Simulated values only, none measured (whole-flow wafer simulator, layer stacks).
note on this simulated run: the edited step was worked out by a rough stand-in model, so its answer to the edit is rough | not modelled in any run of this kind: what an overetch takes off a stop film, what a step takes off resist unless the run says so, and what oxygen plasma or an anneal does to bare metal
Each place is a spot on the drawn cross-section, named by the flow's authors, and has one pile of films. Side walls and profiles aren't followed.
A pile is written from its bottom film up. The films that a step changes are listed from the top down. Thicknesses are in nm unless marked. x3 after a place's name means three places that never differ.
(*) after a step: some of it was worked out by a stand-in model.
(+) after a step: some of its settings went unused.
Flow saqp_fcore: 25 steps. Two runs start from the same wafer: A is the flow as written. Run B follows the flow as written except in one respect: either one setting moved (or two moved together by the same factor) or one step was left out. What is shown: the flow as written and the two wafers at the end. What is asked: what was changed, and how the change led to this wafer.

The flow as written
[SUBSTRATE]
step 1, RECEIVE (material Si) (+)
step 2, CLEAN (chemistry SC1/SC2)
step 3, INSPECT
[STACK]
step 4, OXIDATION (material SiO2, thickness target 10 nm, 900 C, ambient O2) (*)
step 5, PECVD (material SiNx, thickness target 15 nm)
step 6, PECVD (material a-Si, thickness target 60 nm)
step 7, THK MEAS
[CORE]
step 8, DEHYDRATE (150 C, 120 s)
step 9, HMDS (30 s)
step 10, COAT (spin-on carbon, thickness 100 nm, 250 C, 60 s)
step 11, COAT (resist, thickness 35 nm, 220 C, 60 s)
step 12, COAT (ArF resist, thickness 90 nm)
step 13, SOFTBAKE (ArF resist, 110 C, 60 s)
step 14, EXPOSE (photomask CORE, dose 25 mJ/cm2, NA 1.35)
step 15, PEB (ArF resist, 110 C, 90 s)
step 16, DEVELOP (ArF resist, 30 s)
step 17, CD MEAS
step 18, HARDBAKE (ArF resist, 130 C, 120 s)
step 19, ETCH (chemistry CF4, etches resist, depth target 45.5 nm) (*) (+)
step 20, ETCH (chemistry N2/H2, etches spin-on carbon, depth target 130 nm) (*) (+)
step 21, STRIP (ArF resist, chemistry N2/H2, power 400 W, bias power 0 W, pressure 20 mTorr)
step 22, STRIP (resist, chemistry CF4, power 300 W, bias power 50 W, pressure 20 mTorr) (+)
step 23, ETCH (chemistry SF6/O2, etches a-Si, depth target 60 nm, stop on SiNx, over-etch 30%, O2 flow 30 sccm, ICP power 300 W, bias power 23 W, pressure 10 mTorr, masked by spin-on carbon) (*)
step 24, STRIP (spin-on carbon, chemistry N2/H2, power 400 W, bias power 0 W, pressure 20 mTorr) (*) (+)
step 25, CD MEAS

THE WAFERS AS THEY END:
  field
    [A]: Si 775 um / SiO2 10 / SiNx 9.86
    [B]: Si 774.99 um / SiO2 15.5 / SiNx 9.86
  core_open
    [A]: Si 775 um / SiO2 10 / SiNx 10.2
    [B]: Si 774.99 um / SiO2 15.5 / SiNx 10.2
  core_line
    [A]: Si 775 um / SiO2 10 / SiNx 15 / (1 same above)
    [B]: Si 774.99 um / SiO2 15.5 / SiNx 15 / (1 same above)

Cause: step 4, OXIDATION: thickness target 15.5 nm was run, though the flow has thickness target 10 nm.
One can read it off the wafer: field has SiO2 15.5, and step 4 as written asks for 10 nm.

How this came from the change, step by step:
  step 4, OXIDATION (material SiO2, thickness target 10 nm, 900 C, ambient O2) (*)
      field, core_open, core_line: A SiO2 gains 10 (new film), chemical SiO2 loses 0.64 (all of it), Si loses 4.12 | B SiO2 gains 15.5 (new film), chemical SiO2 loses 0.64 (all of it), Si loses 6.54
